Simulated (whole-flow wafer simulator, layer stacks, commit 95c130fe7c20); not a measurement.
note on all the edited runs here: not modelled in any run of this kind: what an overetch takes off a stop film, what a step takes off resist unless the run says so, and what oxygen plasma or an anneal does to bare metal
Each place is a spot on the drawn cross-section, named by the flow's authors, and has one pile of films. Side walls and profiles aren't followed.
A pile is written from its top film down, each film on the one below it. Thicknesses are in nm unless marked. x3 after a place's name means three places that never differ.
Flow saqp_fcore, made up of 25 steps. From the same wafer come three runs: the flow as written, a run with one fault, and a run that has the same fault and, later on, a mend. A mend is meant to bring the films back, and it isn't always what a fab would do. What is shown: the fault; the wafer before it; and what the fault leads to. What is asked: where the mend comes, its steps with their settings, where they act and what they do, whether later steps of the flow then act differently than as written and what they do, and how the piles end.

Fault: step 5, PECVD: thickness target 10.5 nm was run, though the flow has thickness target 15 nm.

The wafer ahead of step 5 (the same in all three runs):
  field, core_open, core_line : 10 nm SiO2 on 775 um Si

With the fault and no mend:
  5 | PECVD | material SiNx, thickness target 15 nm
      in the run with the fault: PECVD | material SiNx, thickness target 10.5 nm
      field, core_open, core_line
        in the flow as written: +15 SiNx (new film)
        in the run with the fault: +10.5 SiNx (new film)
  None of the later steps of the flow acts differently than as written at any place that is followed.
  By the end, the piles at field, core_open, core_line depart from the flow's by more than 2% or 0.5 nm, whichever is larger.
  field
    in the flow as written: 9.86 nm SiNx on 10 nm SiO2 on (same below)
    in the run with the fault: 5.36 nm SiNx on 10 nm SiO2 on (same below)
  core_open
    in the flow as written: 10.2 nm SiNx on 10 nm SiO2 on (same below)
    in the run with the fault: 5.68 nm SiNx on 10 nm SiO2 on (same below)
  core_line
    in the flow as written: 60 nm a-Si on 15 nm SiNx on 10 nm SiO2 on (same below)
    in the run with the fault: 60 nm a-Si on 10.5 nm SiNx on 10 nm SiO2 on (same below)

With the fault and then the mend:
  The mend follows step 5.
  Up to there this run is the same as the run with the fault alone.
  5a | PECVD | material SiNx, thickness target 4.5 nm (the flow's step 5 again, with other settings)
      field, core_open, core_line
        +4.5 SiNx
  None of the later steps of the flow acts differently than as written at any place that is followed.
  The piles end the same as the flow's at every place that both follow.
